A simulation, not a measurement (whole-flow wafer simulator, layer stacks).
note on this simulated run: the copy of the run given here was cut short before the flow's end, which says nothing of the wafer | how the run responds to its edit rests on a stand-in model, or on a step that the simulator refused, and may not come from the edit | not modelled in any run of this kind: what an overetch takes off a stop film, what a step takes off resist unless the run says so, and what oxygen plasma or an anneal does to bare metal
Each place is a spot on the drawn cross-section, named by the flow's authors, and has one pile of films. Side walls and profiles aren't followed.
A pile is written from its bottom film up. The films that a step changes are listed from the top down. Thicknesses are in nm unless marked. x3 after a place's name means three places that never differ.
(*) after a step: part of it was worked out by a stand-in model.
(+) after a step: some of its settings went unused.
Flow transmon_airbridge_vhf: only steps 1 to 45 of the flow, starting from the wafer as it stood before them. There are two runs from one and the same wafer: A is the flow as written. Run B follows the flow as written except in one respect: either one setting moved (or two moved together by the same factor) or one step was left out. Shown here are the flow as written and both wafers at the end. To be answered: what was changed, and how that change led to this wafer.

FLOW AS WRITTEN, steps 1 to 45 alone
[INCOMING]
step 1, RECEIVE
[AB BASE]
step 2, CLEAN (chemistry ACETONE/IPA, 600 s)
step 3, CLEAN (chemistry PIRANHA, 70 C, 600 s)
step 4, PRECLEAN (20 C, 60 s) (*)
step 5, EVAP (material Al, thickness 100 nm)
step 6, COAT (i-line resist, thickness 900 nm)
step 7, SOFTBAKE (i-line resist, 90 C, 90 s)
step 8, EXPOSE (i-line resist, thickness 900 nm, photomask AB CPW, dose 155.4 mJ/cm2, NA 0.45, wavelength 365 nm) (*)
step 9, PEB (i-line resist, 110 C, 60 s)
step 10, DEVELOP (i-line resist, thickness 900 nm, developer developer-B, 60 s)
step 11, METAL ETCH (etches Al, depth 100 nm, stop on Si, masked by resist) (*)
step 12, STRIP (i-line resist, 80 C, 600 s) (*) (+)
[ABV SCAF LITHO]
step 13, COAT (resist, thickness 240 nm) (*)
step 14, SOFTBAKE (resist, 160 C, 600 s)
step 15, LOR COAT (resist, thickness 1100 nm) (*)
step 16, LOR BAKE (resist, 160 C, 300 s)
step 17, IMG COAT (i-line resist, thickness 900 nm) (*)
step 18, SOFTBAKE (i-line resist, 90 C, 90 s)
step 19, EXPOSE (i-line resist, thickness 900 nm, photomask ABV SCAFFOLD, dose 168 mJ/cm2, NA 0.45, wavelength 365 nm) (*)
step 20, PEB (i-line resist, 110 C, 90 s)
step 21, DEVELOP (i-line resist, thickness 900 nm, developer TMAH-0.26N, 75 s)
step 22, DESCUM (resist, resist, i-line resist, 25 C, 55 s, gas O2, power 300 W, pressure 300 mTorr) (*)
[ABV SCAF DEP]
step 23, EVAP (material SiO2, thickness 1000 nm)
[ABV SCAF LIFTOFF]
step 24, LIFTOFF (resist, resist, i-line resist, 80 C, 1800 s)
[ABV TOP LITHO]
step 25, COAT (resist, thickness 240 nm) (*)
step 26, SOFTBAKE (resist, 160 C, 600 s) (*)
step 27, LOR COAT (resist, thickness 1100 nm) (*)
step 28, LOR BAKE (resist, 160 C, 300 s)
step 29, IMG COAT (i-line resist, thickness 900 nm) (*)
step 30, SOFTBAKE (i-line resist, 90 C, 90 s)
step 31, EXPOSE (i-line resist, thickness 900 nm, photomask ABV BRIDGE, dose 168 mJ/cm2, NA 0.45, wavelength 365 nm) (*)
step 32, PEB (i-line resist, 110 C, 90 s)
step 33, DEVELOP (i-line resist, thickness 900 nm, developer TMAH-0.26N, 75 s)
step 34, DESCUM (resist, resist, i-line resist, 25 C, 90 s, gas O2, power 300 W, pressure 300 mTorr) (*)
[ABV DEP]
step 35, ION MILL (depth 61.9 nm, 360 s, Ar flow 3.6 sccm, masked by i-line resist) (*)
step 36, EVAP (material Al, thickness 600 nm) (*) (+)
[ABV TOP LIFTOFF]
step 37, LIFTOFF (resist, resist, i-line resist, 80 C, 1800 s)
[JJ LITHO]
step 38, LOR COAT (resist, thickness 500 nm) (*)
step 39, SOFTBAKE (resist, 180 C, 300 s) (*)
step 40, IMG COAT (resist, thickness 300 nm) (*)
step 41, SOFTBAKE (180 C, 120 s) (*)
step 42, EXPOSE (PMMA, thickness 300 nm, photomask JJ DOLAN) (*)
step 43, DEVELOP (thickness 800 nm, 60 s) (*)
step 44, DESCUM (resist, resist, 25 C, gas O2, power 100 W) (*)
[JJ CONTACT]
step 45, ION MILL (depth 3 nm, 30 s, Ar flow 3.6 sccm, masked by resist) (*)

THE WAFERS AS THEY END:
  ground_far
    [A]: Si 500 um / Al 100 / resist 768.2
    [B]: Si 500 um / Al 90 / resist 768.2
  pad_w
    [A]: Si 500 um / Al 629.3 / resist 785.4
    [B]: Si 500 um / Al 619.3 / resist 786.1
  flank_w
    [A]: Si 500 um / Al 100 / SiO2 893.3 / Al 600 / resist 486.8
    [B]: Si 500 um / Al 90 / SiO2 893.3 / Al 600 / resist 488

The reason: step 5, EVAP: thickness 90 nm was run, while the flow as written has thickness 100 nm.
The wafer itself shows it: ground_far has Al 90, and step 5 as written asks for 100 nm.

The path from the change to this, step by step:
  step 5, EVAP (material Al, thickness 100 nm)
      field x3, jj_line, ground_far and 12 more: A +100 Al (new film) | B +90 Al (new film)
  step 11, METAL ETCH (etches Al, depth 100 nm, stop on Si, masked by resist) (*)
      field x3, jj_line, gap_w, gap_e: A -100 Al (all of it) | B -90 Al (all of it)
